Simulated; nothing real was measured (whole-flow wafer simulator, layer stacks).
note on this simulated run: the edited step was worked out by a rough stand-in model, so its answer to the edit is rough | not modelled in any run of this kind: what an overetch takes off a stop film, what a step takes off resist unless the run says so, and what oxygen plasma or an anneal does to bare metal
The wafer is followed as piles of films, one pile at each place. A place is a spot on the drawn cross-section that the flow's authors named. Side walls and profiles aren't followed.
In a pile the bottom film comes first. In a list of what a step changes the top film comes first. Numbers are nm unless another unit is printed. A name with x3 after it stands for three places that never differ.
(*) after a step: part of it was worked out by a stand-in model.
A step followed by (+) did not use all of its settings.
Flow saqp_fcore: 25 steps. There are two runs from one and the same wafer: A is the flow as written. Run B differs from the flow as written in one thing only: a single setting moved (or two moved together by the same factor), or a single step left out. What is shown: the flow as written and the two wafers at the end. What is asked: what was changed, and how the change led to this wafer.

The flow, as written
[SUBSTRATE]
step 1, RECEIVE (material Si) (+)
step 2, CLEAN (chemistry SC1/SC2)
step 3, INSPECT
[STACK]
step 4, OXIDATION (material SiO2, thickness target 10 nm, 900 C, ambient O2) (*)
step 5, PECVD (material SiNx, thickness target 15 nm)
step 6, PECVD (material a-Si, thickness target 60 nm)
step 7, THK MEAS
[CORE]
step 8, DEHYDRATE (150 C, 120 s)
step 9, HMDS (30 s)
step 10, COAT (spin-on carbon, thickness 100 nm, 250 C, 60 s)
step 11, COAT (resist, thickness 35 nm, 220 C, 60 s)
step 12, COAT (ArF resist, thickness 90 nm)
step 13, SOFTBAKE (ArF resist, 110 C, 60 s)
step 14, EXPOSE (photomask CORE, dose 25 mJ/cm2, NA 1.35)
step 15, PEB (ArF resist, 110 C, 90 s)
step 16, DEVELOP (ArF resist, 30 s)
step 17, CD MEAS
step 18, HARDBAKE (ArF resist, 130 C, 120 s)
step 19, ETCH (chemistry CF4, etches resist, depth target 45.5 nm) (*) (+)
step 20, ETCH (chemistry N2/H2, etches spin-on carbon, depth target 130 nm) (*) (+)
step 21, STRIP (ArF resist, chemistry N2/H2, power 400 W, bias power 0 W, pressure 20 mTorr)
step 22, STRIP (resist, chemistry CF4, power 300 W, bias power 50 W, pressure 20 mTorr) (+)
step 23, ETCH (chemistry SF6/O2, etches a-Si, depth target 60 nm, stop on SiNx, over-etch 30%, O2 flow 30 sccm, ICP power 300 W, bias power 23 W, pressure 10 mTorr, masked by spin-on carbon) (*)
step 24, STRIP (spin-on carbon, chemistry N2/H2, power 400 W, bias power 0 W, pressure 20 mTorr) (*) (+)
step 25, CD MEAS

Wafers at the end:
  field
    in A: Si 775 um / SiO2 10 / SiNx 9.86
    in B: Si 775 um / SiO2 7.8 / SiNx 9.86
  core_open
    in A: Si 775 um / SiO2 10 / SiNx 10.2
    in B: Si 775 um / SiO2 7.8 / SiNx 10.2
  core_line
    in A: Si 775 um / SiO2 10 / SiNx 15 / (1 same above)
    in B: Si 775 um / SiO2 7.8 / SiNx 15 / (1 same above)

What caused this: step 4, OXIDATION: thickness target 7.8 nm was run, whereas the flow has thickness target 10 nm.
The wafer itself shows it: field has SiO2 7.8, and step 4 as written asks for 10 nm.

Step by step, how the change led to this:
  step 4, OXIDATION (material SiO2, thickness target 10 nm, 900 C, ambient O2) (*)
      field, core_open, core_line: A +10 SiO2 (new film), -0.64 chemical SiO2 (all of it), -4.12 Si | B +7.8 SiO2 (new film), -0.64 chemical SiO2 (all of it), -3.15 Si
